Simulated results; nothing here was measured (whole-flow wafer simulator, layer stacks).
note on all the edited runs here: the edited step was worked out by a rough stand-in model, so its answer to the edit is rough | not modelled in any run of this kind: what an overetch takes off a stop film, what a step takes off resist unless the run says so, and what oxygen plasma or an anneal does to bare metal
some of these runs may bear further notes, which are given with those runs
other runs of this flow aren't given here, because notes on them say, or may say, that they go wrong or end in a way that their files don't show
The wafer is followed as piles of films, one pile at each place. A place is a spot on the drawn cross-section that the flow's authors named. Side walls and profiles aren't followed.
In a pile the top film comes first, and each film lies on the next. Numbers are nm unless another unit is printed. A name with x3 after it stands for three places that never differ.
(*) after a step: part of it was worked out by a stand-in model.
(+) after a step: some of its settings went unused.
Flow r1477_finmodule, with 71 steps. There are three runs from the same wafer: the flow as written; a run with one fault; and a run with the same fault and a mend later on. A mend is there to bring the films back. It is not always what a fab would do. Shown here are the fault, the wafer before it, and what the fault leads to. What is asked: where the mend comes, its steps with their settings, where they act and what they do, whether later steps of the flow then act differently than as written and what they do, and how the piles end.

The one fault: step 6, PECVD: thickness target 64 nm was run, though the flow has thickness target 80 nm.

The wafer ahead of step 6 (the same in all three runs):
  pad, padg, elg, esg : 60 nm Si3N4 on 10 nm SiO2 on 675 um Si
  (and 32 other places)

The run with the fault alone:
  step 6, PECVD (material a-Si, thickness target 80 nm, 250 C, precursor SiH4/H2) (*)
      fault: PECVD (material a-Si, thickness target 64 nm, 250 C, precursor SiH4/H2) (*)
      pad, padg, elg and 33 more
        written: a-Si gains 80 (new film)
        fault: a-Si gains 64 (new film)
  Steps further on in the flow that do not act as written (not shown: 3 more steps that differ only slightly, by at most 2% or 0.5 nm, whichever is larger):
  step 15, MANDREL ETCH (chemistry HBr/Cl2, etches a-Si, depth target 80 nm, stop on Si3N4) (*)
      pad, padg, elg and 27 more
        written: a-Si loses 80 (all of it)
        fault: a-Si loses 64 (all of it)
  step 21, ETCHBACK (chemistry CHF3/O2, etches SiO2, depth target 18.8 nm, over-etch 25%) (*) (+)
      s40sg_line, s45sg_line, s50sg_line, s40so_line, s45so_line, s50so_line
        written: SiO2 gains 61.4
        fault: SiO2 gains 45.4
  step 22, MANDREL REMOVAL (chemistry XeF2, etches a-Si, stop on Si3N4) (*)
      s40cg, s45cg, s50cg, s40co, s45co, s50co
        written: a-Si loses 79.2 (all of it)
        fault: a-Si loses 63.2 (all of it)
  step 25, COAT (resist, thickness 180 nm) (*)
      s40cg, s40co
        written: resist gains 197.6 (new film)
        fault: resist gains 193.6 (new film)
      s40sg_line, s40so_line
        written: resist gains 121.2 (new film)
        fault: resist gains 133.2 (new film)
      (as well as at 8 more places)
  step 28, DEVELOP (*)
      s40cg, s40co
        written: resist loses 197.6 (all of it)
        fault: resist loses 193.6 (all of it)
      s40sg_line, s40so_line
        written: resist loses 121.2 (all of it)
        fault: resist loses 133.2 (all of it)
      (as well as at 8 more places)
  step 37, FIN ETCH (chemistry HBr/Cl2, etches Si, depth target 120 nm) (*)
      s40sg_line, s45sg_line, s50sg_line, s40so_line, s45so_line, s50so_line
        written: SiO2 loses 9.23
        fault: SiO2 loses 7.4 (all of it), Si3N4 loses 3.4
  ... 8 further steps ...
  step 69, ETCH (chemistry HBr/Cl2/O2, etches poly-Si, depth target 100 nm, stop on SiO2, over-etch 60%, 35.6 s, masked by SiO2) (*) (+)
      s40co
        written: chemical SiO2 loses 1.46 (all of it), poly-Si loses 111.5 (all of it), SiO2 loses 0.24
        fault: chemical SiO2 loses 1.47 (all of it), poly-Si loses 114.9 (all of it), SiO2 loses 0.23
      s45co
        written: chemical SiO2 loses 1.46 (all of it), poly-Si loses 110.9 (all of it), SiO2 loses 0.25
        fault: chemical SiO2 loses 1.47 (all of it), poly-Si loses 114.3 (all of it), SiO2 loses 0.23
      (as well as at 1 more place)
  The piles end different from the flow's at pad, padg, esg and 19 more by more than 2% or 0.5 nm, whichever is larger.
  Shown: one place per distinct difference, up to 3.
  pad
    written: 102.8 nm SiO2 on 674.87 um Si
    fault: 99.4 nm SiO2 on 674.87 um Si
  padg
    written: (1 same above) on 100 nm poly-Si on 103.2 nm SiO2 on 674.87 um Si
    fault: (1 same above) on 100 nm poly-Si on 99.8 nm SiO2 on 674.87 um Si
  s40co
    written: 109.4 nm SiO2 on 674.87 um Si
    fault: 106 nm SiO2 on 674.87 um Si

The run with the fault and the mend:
  The mend follows step 7.
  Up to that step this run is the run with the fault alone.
  step 7a, PECVD (material a-Si, thickness target 16 nm, 250 C, precursor SiH4/H2) (*) (a further turn of the flow's step 6, with different settings)
      pad, padg, elg and 33 more
        a-Si gains 16
  None of the later steps of the flow acts differently than as written at any place that is followed.
  By the end, the piles equal the flow's at every place that both follow.
